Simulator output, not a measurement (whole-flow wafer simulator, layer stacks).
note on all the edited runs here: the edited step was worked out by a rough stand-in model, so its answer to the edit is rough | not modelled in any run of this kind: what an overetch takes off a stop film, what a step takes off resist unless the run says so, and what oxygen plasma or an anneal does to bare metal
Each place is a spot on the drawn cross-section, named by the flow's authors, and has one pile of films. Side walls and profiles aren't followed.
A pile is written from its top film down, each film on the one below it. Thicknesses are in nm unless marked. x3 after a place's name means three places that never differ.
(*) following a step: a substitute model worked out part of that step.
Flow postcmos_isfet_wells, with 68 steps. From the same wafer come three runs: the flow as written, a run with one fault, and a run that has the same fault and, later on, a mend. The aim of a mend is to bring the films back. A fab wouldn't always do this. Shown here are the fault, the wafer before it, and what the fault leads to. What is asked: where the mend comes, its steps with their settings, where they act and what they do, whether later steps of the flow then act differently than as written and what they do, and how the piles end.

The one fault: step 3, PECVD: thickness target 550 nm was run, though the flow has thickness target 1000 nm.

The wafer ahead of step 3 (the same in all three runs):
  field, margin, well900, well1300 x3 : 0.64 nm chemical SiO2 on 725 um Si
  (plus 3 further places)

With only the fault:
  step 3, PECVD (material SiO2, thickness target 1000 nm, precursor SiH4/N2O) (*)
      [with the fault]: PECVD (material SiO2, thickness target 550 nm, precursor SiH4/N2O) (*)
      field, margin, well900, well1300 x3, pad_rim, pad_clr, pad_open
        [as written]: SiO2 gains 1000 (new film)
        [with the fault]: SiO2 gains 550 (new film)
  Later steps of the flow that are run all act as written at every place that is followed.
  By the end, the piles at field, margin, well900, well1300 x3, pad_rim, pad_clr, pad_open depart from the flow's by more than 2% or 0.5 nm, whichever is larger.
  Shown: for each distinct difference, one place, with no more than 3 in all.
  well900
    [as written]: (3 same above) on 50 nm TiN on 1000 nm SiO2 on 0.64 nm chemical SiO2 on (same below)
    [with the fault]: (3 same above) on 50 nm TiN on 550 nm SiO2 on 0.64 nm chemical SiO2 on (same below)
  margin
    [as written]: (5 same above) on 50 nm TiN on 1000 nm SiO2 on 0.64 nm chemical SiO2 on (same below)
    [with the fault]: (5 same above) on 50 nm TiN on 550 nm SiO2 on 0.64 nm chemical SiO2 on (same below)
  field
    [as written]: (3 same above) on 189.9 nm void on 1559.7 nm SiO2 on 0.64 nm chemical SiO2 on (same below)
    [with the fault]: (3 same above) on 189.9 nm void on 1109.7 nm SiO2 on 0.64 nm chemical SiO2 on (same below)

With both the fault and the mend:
  The mend stands after step 3.
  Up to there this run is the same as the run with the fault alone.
  step 3a, PECVD (material SiO2, thickness target 450 nm, precursor SiH4/N2O) (*) (the flow's step 3, run once more with other settings)
      field, margin, well900, well1300 x3, pad_rim, pad_clr, pad_open
        SiO2 gains 450
  Later steps of the flow that are run all act as written at every place that is followed.
  At every place that both follow, the piles at the end match the flow's.
